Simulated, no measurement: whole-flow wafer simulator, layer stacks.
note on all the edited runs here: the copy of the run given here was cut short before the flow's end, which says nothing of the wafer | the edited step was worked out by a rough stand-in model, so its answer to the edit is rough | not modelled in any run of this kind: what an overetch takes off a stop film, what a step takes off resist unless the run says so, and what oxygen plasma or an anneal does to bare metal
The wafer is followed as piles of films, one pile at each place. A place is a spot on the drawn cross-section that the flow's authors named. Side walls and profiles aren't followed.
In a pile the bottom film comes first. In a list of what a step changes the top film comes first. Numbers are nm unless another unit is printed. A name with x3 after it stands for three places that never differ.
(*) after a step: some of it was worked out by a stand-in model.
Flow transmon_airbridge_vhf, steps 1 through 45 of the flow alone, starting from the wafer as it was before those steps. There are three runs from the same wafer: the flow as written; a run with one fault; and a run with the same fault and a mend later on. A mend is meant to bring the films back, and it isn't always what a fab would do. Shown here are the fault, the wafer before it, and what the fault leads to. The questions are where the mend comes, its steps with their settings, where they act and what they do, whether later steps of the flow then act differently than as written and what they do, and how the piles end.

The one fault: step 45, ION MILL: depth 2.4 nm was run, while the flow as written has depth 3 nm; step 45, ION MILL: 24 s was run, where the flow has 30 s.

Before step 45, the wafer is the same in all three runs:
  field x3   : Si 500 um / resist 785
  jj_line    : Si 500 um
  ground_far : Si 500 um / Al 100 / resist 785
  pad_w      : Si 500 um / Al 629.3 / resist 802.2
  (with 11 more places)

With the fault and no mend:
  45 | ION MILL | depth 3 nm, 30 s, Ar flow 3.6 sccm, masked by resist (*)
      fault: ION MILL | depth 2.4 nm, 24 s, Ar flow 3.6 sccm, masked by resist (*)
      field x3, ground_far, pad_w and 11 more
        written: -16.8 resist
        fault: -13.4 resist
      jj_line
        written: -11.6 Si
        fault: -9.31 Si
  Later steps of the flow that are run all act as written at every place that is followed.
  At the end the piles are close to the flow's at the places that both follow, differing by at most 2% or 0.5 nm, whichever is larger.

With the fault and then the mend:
  The mend stands after step 45.
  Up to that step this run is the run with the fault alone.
  45a | ION MILL | depth 0.6 nm, 6 s, Ar flow 3.6 sccm, masked by resist (*) (the flow's step 45, run once more with other settings)
      field x3, ground_far, pad_w and 11 more
        -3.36 resist
      jj_line
        -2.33 Si
  Later steps of the flow that are run all act as written at every place that is followed.
  The piles end the same as the flow's at every place that both follow.
